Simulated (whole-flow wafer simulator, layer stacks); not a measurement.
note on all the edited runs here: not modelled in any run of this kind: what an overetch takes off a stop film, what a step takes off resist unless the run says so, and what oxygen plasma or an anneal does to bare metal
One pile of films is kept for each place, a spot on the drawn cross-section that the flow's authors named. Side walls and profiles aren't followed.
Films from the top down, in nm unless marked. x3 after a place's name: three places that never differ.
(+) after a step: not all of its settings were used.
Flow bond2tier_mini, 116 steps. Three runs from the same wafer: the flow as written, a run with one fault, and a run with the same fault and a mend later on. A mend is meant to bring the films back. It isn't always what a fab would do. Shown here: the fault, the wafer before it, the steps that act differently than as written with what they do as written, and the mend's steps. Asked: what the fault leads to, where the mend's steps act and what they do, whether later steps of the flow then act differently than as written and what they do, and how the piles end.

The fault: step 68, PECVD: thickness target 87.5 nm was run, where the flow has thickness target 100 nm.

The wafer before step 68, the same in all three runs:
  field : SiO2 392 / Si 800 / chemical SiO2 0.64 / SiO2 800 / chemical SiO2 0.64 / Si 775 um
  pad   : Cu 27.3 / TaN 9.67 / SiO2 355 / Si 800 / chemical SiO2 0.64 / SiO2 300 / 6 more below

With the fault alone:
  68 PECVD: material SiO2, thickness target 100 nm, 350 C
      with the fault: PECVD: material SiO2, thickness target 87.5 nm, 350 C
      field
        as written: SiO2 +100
        with the fault: SiO2 +87.5
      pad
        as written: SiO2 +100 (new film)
        with the fault: SiO2 +87.5 (new film)
  Later steps of the flow that act differently than as written (2 more steps differ only slightly, by at most 2% or 0.5 nm, whichever is larger, and aren't shown):
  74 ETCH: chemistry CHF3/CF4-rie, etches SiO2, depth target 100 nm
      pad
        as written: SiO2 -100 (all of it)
        with the fault: SiO2 -87.5 (all of it), Cu -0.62
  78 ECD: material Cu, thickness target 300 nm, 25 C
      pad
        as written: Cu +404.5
        with the fault: Cu +392
  At the end the piles differ from the flow's by more than 2% or 0.5 nm, whichever is larger, at pad.
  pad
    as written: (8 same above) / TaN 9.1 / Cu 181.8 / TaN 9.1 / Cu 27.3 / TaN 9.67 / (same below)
    with the fault: (8 same above) / TaN 9.1 / Cu 169.8 / TaN 9.25 / Cu 26.7 / TaN 9.67 / (same below)

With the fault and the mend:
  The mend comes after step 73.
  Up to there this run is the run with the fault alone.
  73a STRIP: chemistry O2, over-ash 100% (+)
      field
        KrF resist -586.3 (all of it)
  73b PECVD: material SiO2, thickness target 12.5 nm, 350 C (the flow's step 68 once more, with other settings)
      field, pad
        SiO2 +12.5
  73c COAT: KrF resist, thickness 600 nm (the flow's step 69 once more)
      field, pad
        KrF resist +600 (new film)
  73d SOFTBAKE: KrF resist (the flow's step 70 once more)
      changes no film at any place that is followed
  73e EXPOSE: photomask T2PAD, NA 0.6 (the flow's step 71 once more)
      changes no film at any place that is followed
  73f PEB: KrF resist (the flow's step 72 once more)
      changes no film at any place that is followed
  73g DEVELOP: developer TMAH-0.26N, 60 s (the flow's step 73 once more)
      field
        KrF resist -13.7
      pad
        KrF resist -600 (all of it)
  No later step of the flow acts differently than as written at any place that is followed.
  At the end the piles are the same as the flow's at every place that both follow.
